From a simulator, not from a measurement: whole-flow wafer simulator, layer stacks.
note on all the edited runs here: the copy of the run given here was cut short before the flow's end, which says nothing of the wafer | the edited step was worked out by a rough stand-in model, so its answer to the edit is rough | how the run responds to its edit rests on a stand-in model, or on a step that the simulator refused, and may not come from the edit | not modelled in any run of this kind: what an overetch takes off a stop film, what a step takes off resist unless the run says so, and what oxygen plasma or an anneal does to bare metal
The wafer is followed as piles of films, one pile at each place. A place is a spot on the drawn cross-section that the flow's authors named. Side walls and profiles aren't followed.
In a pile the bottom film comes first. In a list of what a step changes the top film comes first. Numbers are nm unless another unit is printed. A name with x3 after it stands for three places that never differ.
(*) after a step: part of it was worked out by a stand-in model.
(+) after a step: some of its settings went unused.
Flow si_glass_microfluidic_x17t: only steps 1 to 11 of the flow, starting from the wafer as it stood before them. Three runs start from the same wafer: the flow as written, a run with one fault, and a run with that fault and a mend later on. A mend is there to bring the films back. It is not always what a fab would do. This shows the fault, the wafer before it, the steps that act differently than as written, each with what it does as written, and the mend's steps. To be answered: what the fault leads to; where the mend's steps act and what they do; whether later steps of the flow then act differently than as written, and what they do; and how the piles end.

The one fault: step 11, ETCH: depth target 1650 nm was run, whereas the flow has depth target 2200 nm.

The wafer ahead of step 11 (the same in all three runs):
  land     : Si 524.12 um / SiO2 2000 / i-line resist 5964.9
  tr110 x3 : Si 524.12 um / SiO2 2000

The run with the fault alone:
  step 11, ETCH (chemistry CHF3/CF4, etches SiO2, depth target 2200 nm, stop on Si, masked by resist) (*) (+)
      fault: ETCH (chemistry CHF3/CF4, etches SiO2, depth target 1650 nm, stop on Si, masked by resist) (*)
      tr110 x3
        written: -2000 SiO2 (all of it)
        fault: -1650 SiO2
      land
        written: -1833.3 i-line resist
        fault: -1375 i-line resist
  Every later step of the flow that is run acts as written at every place that is followed.
  The piles end different from the flow's at land, tr110 x3 by more than 2% or 0.5 nm, whichever is larger.
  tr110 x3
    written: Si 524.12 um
    fault: Si 524.12 um / SiO2 350
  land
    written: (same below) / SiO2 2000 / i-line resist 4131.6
    fault: (same below) / SiO2 2000 / i-line resist 4589.9

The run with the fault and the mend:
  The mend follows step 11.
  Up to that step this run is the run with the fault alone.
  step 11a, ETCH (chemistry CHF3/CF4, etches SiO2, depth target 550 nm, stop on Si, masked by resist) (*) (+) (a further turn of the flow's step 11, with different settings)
      tr110 x3
        -350 SiO2 (all of it)
      land
        -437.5 i-line resist
  Every later step of the flow that is run acts as written at every place that is followed.
  At the end the piles are close to the flow's at the places that both follow, differing by at most 2% or 0.5 nm, whichever is larger.
